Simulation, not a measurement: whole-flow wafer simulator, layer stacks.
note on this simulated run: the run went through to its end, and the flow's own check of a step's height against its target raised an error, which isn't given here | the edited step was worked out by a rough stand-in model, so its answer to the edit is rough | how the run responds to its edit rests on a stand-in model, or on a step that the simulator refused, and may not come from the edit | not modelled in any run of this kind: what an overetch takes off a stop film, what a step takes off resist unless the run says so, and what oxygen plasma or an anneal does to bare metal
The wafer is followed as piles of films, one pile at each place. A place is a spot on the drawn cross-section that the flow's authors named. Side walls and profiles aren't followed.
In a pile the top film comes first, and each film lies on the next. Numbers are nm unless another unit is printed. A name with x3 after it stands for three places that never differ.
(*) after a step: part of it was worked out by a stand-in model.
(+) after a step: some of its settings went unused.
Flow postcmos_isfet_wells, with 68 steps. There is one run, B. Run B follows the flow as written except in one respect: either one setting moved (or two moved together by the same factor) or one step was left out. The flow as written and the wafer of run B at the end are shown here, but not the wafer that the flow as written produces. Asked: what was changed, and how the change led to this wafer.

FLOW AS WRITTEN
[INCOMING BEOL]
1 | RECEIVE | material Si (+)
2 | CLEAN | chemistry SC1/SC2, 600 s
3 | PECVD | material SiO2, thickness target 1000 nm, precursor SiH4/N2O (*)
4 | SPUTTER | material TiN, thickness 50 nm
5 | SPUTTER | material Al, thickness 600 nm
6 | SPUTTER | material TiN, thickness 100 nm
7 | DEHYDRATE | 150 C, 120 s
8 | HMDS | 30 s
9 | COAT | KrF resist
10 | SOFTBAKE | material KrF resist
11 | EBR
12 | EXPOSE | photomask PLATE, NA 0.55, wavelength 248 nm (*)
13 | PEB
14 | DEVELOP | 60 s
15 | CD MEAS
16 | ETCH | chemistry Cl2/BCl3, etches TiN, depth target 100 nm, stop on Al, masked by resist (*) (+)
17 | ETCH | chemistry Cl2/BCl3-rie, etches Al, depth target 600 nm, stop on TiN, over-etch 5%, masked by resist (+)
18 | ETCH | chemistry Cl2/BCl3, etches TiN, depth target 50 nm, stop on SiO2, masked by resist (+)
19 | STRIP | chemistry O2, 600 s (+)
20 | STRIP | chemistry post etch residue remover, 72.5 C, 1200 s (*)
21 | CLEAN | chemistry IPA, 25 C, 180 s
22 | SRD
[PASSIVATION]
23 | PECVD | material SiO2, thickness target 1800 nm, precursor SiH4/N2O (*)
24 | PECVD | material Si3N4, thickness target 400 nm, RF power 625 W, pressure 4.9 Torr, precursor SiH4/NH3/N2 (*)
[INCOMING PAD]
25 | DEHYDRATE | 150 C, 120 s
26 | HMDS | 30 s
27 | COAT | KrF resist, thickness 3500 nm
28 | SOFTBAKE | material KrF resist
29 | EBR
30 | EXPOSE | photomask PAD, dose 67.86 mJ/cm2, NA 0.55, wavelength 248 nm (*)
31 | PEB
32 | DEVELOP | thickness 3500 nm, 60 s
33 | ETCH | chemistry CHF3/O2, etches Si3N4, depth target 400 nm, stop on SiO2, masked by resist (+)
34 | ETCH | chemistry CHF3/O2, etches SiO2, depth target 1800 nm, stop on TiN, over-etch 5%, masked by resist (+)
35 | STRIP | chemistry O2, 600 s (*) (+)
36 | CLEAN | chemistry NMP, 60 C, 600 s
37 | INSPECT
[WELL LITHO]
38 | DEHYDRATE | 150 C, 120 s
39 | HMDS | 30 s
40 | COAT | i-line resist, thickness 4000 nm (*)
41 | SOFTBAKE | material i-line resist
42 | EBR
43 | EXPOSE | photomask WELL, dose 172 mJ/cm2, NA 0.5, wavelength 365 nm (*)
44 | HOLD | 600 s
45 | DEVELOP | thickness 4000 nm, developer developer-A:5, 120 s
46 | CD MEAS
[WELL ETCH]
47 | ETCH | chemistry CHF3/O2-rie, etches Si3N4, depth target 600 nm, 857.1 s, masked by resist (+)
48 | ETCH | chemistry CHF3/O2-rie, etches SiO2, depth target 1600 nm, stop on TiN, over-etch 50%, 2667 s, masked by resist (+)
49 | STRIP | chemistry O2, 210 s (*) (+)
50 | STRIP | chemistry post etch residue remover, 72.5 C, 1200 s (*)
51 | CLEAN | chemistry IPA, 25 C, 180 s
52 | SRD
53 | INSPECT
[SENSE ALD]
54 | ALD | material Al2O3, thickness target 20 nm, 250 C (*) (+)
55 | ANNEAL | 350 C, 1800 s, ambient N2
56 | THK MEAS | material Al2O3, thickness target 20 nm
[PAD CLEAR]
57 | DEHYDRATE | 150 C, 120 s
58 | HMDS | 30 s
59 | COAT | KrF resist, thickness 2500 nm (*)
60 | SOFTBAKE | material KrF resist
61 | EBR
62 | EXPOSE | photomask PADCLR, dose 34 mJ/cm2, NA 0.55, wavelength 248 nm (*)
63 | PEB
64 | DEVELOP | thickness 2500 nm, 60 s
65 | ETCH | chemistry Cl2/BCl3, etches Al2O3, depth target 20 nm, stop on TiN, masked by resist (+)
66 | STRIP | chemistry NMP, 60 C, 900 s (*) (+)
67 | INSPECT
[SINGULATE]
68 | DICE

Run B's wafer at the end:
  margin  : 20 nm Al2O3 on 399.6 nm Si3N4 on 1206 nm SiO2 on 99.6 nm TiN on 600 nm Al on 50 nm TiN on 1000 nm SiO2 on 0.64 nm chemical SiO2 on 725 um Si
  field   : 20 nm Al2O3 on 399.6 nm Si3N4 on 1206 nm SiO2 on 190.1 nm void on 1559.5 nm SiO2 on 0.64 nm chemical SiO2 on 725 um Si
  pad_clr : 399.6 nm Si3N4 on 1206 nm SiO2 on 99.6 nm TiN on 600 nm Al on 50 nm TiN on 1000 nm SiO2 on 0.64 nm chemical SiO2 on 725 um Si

What caused this: step 23, PECVD: thickness target 1206 nm was run, while the flow as written has thickness target 1800 nm.
The wafer itself shows it: margin has SiO2 1206, and step 23 as written asks for 1800 nm.

Step by step, how the change led to this:
  23 | PECVD | material SiO2, thickness target 1800 nm, precursor SiH4/N2O (*)
      margin, well900, well1300 x3, pad_rim, pad_clr, pad_open: SiO2 gains 1206 (new film) (in the flow as written it would be: SiO2 gains 1800 (new film))
      field: SiO2 gains 1206 (new film), void gains 190.1 (new film), SiO2 gains 559.5 (in the flow as written it would be: SiO2 gains 1800 (new film), void gains 189.9 (new film), SiO2 gains 559.7)
  34 | ETCH | chemistry CHF3/O2, etches SiO2, depth target 1800 nm, stop on TiN, over-etch 5%, masked by resist (+)
      field, margin, well900, well1300 x3, pad_rim, pad_clr: KrF resist loses 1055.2 (in the flow as written it would be: KrF resist loses 1500)
      pad_open: SiO2 loses 1206 (all of it) (in the flow as written it would be: SiO2 loses 1800 (all of it))
  35 | STRIP | chemistry O2, 600 s (*) (+)
      field, margin, well900, well1300 x3, pad_rim, pad_clr: KrF resist loses 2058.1 (all of it) (in the flow as written it would be: KrF resist loses 1613.3 (all of it))
  40 | COAT | i-line resist, thickness 4000 nm (*)
      pad_clr: i-line resist gains 3445.3 (new film) (in the flow as written it would be: i-line resist gains 3256.8 (new film))
      pad_open: i-line resist gains 4590.6 (new film) (in the flow as written it would be: i-line resist gains 4804.7 (new film))
  41 | SOFTBAKE | material i-line resist
      pad_clr: i-line resist loses 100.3 (in the flow as written it would be: i-line resist loses 156.7)
      pad_open: i-line resist gains 87.6 (in the flow as written it would be: i-line resist gains 115.3)
  48 | ETCH | chemistry CHF3/O2-rie, etches SiO2, depth target 1600 nm, stop on TiN, over-etch 50%, 2667 s, masked by resist (+)
      well900, well1300 x3: SiO2 loses 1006 (all of it) (in the flow as written it would be: SiO2 loses 1600 (all of it))
  49 | STRIP | chemistry O2, 210 s (*) (+)
      pad_clr: i-line resist loses 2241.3 (all of it) (in the flow as written it would be: i-line resist loses 1996.5 (all of it))
      pad_open: i-line resist loses 3574.5 (all of it) (in the flow as written it would be: i-line resist loses 3816.3 (all of it))
  59 | COAT | KrF resist, thickness 2500 nm (*)
      field: KrF resist gains 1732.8 (new film) (in the flow as written it would be: KrF resist gains 1449 (new film))
      margin: KrF resist gains 1732.7 (new film) (in the flow as written it would be: KrF resist gains 1448.9 (new film))
      (as well as at 3 more places)
  60 | SOFTBAKE | material KrF resist
      pad_clr: KrF resist loses 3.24 (in the flow as written it would be: KrF resist loses 3.77)
  63 | PEB
      field, margin: KrF resist loses 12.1 (in the flow as written it would be: KrF resist loses 10.1)
      pad_rim: KrF resist loses 14.9 (in the flow as written it would be: KrF resist loses 13.9)
      (as well as at 2 more places)
  64 | DEVELOP | thickness 2500 nm, 60 s
      pad_clr: KrF resist loses 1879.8 (all of it) (in the flow as written it would be: KrF resist loses 1676 (all of it))
      pad_open: KrF resist loses 2893.3 (all of it) (in the flow as written it would be: KrF resist loses 3045.1 (all of it))
  66 | STRIP | chemistry NMP, 60 C, 900 s (*) (+)
      field: KrF resist loses 1681.9 (all of it) (in the flow as written it would be: KrF resist loses 1400.1 (all of it))
      margin: KrF resist loses 1681.8 (all of it) (in the flow as written it would be: KrF resist loses 1400.1 (all of it))
      (as well as at 1 more place)
